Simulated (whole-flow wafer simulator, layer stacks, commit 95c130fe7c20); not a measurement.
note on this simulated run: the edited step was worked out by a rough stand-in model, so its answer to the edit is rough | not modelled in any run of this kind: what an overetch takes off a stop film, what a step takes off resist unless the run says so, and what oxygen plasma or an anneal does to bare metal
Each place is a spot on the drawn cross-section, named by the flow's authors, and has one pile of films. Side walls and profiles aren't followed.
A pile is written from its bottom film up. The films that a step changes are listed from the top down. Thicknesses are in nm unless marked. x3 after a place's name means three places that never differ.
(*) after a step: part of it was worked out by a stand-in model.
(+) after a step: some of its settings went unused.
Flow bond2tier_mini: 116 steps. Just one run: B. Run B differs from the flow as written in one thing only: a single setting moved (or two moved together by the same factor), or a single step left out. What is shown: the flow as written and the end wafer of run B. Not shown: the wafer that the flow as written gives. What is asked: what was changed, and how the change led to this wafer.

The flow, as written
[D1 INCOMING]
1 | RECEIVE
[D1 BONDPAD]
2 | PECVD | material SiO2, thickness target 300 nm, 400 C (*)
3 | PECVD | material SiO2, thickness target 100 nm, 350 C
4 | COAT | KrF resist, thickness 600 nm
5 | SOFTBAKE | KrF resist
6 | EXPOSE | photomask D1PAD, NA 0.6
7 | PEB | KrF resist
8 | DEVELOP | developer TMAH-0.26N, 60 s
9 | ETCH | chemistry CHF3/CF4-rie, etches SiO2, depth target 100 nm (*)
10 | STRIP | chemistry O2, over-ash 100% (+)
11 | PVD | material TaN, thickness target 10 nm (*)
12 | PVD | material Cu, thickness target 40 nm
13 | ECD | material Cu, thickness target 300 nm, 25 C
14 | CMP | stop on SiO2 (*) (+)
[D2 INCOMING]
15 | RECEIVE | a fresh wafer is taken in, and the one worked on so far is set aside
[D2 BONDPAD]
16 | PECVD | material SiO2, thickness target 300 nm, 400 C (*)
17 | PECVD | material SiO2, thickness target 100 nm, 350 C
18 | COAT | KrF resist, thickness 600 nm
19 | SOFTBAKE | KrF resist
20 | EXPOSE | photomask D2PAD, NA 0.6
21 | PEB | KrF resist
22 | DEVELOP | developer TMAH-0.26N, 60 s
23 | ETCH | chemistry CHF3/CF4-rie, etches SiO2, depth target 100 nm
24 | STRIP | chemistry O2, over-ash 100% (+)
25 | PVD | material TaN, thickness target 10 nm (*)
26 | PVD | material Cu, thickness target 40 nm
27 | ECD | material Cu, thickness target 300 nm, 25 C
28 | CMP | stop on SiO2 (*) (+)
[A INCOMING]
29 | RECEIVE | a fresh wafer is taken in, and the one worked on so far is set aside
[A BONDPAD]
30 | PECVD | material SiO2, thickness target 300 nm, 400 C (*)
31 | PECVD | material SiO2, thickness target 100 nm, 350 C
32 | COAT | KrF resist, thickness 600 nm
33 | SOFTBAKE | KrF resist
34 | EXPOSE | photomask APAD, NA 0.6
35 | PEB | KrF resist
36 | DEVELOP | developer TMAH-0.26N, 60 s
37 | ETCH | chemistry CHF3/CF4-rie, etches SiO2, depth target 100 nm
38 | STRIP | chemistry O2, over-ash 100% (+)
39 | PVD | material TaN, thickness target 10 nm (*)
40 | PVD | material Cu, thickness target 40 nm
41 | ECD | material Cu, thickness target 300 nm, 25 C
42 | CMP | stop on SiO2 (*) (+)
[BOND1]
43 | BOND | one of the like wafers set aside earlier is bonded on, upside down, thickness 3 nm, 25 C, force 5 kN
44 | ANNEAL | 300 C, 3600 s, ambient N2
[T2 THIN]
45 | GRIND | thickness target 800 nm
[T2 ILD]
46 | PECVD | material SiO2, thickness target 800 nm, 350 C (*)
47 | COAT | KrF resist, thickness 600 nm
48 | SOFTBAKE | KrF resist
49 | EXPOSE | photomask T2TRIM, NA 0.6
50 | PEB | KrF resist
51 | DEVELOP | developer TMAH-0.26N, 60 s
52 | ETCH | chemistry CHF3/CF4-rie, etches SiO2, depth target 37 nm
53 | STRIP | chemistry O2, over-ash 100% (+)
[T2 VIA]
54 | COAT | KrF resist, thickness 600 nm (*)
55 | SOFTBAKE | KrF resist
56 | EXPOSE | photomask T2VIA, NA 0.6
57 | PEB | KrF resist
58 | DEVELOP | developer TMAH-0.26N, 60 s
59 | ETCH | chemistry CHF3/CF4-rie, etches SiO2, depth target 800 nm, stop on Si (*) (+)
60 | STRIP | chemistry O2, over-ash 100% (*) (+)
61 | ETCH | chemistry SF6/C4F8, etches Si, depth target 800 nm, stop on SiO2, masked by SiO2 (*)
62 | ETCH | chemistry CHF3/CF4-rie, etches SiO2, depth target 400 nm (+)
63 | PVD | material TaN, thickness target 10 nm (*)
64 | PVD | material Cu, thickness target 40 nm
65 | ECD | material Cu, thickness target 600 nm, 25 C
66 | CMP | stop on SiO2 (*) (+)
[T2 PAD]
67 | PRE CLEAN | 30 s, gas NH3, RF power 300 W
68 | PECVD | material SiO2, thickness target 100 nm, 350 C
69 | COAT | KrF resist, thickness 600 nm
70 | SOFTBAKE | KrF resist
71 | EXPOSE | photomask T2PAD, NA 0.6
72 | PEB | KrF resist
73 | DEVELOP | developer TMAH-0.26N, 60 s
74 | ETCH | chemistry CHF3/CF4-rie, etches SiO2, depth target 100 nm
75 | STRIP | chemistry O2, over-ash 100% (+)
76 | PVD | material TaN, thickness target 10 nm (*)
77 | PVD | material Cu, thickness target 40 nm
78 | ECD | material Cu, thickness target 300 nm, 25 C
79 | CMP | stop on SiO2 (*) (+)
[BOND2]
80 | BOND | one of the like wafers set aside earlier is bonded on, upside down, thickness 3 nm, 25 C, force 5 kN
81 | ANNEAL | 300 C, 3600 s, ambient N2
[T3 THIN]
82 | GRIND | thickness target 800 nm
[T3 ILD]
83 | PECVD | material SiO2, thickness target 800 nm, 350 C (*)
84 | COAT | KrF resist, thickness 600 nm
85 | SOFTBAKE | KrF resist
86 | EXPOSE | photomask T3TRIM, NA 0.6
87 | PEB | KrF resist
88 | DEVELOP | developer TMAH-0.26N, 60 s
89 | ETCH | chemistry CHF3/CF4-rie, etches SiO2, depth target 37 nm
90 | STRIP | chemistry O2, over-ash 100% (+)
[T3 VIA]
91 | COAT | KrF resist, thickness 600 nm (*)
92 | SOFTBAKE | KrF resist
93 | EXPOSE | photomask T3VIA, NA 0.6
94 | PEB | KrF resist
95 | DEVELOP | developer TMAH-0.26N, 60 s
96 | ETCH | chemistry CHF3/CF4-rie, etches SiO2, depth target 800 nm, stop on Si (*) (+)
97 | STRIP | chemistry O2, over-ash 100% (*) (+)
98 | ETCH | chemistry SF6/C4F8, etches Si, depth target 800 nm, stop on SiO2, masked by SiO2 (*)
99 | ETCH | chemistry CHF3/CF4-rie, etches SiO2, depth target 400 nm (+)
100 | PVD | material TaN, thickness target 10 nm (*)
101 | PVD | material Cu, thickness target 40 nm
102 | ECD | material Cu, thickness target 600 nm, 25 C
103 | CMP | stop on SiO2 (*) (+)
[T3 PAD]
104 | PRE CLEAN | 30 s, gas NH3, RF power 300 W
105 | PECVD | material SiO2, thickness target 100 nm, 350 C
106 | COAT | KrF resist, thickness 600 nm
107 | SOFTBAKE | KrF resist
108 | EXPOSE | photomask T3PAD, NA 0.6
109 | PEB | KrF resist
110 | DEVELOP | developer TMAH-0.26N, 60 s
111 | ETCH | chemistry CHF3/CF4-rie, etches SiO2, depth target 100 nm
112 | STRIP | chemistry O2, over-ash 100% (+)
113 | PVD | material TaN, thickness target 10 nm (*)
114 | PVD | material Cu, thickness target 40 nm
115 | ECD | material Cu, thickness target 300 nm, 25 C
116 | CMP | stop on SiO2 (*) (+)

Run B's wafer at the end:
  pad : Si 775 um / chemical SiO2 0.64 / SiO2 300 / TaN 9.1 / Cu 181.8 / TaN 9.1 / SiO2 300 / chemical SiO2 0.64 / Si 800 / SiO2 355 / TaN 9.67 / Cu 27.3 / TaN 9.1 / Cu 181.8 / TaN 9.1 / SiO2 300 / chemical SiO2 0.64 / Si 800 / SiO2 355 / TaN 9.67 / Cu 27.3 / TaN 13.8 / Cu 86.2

Cause: step 113, PVD: thickness target 15.2 nm was run, though the flow has thickness target 10 nm.

The path from the change to this, step by step:
  113 | PVD | material TaN, thickness target 10 nm (*)
      field: +15.2 TaN (new film) (as written it would have been: +10 TaN (new film))
      pad: +13.8 TaN (new film) (as written it would have been: +9.1 TaN (new film))
  116 | CMP | stop on SiO2 (*) (+)
      field: -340 Cu (all of it), -15.2 TaN (all of it) (as written it would have been: -340 Cu (all of it), -10 TaN (all of it))
